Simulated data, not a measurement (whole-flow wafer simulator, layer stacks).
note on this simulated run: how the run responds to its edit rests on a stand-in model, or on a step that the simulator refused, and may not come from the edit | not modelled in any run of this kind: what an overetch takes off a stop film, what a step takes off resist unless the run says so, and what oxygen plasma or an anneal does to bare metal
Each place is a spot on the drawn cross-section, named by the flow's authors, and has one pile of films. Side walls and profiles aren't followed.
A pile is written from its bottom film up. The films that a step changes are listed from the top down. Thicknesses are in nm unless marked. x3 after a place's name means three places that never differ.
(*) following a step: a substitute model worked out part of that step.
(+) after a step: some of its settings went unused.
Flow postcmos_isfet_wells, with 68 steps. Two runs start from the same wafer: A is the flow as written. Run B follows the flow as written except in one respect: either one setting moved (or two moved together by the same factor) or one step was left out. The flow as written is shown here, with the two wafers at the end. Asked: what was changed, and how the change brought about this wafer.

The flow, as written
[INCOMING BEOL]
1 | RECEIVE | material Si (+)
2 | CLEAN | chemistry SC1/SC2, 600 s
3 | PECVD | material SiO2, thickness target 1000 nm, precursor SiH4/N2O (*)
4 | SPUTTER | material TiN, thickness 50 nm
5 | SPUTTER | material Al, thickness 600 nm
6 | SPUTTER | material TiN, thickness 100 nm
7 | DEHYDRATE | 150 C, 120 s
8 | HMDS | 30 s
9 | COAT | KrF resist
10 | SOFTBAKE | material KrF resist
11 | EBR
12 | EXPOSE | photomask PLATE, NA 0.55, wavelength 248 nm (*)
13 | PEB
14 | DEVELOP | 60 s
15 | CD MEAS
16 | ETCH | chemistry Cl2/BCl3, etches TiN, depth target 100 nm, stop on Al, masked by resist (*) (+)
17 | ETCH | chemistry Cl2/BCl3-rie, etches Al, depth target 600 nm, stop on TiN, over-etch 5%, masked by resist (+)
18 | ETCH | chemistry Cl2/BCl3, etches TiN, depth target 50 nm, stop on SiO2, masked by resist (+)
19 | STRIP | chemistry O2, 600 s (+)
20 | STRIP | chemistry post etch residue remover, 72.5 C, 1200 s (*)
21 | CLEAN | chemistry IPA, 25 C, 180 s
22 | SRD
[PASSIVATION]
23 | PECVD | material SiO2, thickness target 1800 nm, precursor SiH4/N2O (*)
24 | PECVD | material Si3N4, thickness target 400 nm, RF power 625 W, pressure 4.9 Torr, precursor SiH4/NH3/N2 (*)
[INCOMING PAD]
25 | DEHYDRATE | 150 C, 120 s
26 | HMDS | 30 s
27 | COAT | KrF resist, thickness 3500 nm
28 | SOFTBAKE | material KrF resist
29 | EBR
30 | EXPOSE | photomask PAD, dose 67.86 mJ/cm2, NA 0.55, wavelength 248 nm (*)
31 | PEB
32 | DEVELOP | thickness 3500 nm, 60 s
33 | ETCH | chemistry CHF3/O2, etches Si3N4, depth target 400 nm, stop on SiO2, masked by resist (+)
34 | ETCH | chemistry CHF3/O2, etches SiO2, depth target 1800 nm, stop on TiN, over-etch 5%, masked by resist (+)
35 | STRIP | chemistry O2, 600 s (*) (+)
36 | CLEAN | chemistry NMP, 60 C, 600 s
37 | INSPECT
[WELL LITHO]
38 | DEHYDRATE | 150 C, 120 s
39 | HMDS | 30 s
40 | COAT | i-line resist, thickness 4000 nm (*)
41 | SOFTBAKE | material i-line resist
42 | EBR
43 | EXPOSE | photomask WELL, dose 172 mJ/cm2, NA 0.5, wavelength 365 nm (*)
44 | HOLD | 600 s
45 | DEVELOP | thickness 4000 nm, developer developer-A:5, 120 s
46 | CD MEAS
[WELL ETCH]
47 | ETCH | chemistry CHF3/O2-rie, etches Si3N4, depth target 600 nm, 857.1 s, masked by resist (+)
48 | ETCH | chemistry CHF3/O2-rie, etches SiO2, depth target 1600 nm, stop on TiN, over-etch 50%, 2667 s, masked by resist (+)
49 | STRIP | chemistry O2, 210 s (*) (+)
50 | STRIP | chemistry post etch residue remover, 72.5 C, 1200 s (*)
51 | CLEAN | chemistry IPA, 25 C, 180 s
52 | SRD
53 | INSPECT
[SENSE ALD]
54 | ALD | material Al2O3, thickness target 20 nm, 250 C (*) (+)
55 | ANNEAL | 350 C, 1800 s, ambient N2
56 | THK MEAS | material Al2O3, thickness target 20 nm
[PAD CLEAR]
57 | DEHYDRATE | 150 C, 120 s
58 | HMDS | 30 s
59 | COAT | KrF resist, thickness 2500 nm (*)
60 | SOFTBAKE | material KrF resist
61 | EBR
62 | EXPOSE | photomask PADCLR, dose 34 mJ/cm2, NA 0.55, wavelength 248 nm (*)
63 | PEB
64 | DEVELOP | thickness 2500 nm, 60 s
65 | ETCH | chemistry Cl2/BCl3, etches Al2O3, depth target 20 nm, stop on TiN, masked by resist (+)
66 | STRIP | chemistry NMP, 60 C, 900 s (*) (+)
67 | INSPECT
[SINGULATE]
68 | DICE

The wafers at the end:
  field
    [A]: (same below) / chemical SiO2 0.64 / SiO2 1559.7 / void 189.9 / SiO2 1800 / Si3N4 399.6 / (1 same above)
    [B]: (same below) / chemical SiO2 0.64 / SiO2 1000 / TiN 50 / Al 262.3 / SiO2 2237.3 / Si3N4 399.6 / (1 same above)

Cause: step 17, ETCH: depth target 282 nm was run, while the flow as written has depth target 600 nm.

The path from the change to this, step by step:
  17 | ETCH | chemistry Cl2/BCl3-rie, etches Al, depth target 600 nm, stop on TiN, over-etch 5%, masked by resist (+)
      field: A Al loses 600 (all of it) | B Al loses 282
      margin, well900, well1300 x3, pad_rim, pad_clr, pad_open: A KrF resist loses 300 | B KrF resist loses 141
  18 | ETCH | chemistry Cl2/BCl3, etches TiN, depth target 50 nm, stop on SiO2, masked by resist (+)
      field: A TiN loses 50 (all of it) | B Al loses 50
  19 | STRIP | chemistry O2, 600 s (+)
      margin, well900, well1300 x3, pad_rim, pad_clr, pad_open: A KrF resist loses 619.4 (all of it) | B KrF resist loses 778.4 (all of it)
  20 | STRIP | chemistry post etch residue remover, 72.5 C, 1200 s (*)
      field: A nothing | B Al loses 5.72
  23 | PECVD | material SiO2, thickness target 1800 nm, precursor SiH4/N2O (*)
      field: A SiO2 gains 1800 (new film), void gains 189.9 (new film), SiO2 gains 559.7 | B SiO2 gains 2237.3 (new film)
With metal films that touch counted as one body, field has 1 body; the flow as written gives 0 bodies.
